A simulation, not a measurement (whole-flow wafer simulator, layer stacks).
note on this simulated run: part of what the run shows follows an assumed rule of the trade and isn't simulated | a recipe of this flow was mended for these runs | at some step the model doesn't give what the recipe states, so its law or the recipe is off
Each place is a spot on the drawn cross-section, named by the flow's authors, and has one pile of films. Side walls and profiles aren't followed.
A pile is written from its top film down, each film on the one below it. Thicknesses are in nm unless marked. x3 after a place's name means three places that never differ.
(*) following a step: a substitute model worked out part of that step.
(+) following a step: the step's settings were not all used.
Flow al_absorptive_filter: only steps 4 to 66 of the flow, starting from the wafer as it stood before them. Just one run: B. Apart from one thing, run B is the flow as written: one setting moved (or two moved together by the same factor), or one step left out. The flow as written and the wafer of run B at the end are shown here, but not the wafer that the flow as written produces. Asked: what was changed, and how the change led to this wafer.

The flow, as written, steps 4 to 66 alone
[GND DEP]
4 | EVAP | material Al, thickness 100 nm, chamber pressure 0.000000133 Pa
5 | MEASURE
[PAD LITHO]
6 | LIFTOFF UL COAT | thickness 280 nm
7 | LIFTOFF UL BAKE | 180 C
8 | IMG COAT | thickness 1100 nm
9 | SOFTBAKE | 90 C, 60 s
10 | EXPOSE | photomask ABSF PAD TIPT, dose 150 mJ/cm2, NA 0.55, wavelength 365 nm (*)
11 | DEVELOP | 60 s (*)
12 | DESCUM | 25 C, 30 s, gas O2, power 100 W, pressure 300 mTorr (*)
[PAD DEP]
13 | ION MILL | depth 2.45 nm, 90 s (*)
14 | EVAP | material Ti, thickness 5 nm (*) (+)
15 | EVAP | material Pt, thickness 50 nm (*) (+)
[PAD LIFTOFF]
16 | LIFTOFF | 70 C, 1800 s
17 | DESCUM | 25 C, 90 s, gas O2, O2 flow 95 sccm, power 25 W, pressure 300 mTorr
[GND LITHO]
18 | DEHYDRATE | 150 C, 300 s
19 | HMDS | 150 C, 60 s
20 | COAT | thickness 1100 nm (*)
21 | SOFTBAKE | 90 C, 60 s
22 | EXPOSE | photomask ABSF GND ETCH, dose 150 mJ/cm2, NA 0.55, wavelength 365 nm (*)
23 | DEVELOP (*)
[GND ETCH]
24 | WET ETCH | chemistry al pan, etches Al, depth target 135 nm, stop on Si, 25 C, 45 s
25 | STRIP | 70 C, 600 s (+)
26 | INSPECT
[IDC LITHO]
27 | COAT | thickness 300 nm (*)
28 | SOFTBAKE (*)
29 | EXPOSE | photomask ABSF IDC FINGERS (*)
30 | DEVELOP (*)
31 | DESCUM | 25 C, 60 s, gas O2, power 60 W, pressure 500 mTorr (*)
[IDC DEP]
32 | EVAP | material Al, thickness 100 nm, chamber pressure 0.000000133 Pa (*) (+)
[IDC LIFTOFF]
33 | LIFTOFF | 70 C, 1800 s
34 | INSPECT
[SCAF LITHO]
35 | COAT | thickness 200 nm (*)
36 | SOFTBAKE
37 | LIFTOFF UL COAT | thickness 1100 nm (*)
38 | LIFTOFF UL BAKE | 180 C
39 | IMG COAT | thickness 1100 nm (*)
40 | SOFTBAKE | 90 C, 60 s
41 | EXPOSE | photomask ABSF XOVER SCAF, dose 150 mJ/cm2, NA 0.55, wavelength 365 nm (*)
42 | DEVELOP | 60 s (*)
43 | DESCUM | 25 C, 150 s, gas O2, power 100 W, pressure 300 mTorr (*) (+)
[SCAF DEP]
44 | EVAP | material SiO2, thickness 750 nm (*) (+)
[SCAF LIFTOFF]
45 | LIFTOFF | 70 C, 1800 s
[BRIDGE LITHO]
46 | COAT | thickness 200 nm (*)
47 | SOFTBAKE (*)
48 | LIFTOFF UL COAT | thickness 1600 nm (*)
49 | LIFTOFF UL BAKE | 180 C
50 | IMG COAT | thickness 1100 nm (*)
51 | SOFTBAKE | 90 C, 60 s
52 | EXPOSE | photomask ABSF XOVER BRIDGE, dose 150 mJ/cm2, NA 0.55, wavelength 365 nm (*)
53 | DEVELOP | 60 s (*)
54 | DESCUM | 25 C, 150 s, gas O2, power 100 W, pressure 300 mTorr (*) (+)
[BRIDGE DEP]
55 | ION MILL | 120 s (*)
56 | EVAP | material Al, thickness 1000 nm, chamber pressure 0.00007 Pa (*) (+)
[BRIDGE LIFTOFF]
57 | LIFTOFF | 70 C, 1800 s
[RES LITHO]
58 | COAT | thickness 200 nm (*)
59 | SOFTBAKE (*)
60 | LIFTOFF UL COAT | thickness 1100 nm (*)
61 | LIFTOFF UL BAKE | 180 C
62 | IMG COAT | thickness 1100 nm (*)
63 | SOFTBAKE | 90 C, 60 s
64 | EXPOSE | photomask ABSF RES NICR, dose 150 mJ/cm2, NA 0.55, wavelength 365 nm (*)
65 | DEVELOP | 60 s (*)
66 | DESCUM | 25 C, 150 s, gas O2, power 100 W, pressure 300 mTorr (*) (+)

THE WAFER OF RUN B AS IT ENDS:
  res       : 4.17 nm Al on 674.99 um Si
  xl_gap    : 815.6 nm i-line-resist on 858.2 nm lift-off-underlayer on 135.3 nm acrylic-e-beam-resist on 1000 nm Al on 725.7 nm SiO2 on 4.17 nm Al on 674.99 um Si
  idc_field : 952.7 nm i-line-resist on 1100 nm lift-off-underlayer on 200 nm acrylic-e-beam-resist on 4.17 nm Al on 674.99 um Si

What caused this: step 4, EVAP: thickness 152.5 nm was run, whereas the flow has thickness 100 nm.

Step by step, how the change led to this:
  4 | EVAP | material Al, thickness 100 nm, chamber pressure 0.000000133 Pa
      gnd, pad_far, pad_near and 11 more: +152.5 Al (new film) (it would be, as written: +100 Al (new film))
  24 | WET ETCH | chemistry al pan, etches Al, depth target 135 nm, stop on Si, 25 C, 45 s
      res, xl_gap, idc_field, idc_line, idc_space: -135 Al (it would be, as written: -86.7 Al (all of it))
  27 | COAT | thickness 300 nm (*)
      ledge: +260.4 e-beam-resist (new film) (it would be, as written: +274.4 e-beam-resist (new film))
      res: +371.9 e-beam-resist (new film) (it would be, as written: +349.6 e-beam-resist (new film))
      (and at 2 other places as well)
  31 | DESCUM | 25 C, 60 s, gas O2, power 60 W, pressure 500 mTorr (*)
      idc_line: nothing (it would be, as written: +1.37 chemical SiO2 (new film), -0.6 Si)
  32 | EVAP | material Al, thickness 100 nm, chamber pressure 0.000000133 Pa (*) (+)
      idc_line: +100 Al (it would be, as written: +100 Al (new film))
  33 | LIFTOFF | 70 C, 1800 s
      ledge: -100 Al (all of it), -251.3 e-beam-resist (all of it) (it would be, as written: -100 Al (all of it), -265.3 e-beam-resist (all of it))
      res: -100 Al (all of it), -362.9 e-beam-resist (all of it) (it would be, as written: -100 Al (all of it), -340.6 e-beam-resist (all of it))
      (and at 2 other places as well)
  35 | COAT | thickness 200 nm (*)
      ledge: +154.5 acrylic-e-beam-resist (new film) (it would be, as written: +169.8 acrylic-e-beam-resist (new film))
      res: +243.8 acrylic-e-beam-resist (new film) (it would be, as written: +231.4 acrylic-e-beam-resist (new film))
      (and at 2 other places as well)
  37 | LIFTOFF UL COAT | thickness 1100 nm (*)
      res: +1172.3 lift-off-underlayer (new film) (it would be, as written: +1148.2 lift-off-underlayer (new film))
  43 | DESCUM | 25 C, 150 s, gas O2, power 100 W, pressure 300 mTorr (*) (+)
      gnd, pad_far, pad_near and 7 more: -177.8 i-line-resist (it would be, as written: -159.6 i-line-resist)
      xl_gap: -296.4 acrylic-e-beam-resist (all of it) (it would be, as written: -265.9 acrylic-e-beam-resist (all of it))
      (and at 1 other place as well)
  45 | LIFTOFF | 70 C, 1800 s
      ledge: -750 SiO2 (all of it), -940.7 i-line-resist (all of it), -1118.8 lift-off-underlayer (all of it), -154.5 acrylic-e-beam-resist (all of it) (it would be, as written: -750 SiO2 (all of it), -952.1 i-line-resist (all of it), -1114 lift-off-underlayer (all of it), -169.8 acrylic-e-beam-resist (all of it))
      res: -750 SiO2 (all of it), -946.5 i-line-resist (all of it), -1172.3 lift-off-underlayer (all of it), -243.8 acrylic-e-beam-resist (all of it) (it would be, as written: -750 SiO2 (all of it), -956.3 i-line-resist (all of it), -1148.2 lift-off-underlayer (all of it), -231.4 acrylic-e-beam-resist (all of it))
  46 | COAT | thickness 200 nm (*)
      ledge: +154.5 acrylic-e-beam-resist (new film) (it would be, as written: +169.8 acrylic-e-beam-resist (new film))
      res: +243.8 acrylic-e-beam-resist (new film) (it would be, as written: +231.4 acrylic-e-beam-resist (new film))
      (and at 2 other places as well)
  54 | DESCUM | 25 C, 150 s, gas O2, power 100 W, pressure 300 mTorr (*) (+)
      xl_gap: -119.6 acrylic-e-beam-resist (all of it) (it would be, as written: -97.9 acrylic-e-beam-resist (all of it))
      xl_turn: -134.9 acrylic-e-beam-resist (all of it) (it would be, as written: -141.8 acrylic-e-beam-resist (all of it))
  57 | LIFTOFF | 70 C, 1800 s
      ledge: -1000 Al (all of it), -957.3 i-line-resist (all of it), -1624 lift-off-underlayer (all of it), -154.5 acrylic-e-beam-resist (all of it) (it would be, as written: -1000 Al (all of it), -951.7 i-line-resist (all of it), -1617.2 lift-off-underlayer (all of it), -169.8 acrylic-e-beam-resist (all of it))
      res: -1000 Al (all of it), -960.8 i-line-resist (all of it), -1679.9 lift-off-underlayer (all of it), -243.8 acrylic-e-beam-resist (all of it) (it would be, as written: -1000 Al (all of it), -954.3 i-line-resist (all of it), -1653.2 lift-off-underlayer (all of it), -231.4 acrylic-e-beam-resist (all of it))
  58 | COAT | thickness 200 nm (*)
      ledge: +154.5 acrylic-e-beam-resist (new film) (it would be, as written: +169.8 acrylic-e-beam-resist (new film))
      res: +243.8 acrylic-e-beam-resist (new film) (it would be, as written: +231.4 acrylic-e-beam-resist (new film))
      (and at 2 other places as well)
  60 | LIFTOFF UL COAT | thickness 1100 nm (*)
      res: +1172.3 lift-off-underlayer (new film) (it would be, as written: +1148.2 lift-off-underlayer (new film))
      xl_gap: +858.2 lift-off-underlayer (new film) (it would be, as written: +831.4 lift-off-underlayer (new film))
  65 | DEVELOP | 60 s (*)
      res: -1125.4 i-line-resist (all of it), -1172.3 lift-off-underlayer (all of it) (it would be, as written: -1116.9 i-line-resist (all of it), -1148.2 lift-off-underlayer (all of it))
  66 | DESCUM | 25 C, 150 s, gas O2, power 100 W, pressure 300 mTorr (*) (+)
      gnd, pad_far, xa_field and 8 more: -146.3 i-line-resist (it would be, as written: -138.9 i-line-resist)
      ledge: -154.5 acrylic-e-beam-resist (all of it) (it would be, as written: -169.8 acrylic-e-beam-resist (all of it))
      (and at 1 other place as well)
If metal films that touch count as one body, res has 1 body; the flow as written gives 0 bodies.
If metal films that touch count as one body, xl_gap has 2 bodies (between them, from the top down: SiO2 725.7); the flow as written gives 1 body.
If metal films that touch count as one body, idc_field has 1 body; the flow as written gives 0 bodies.
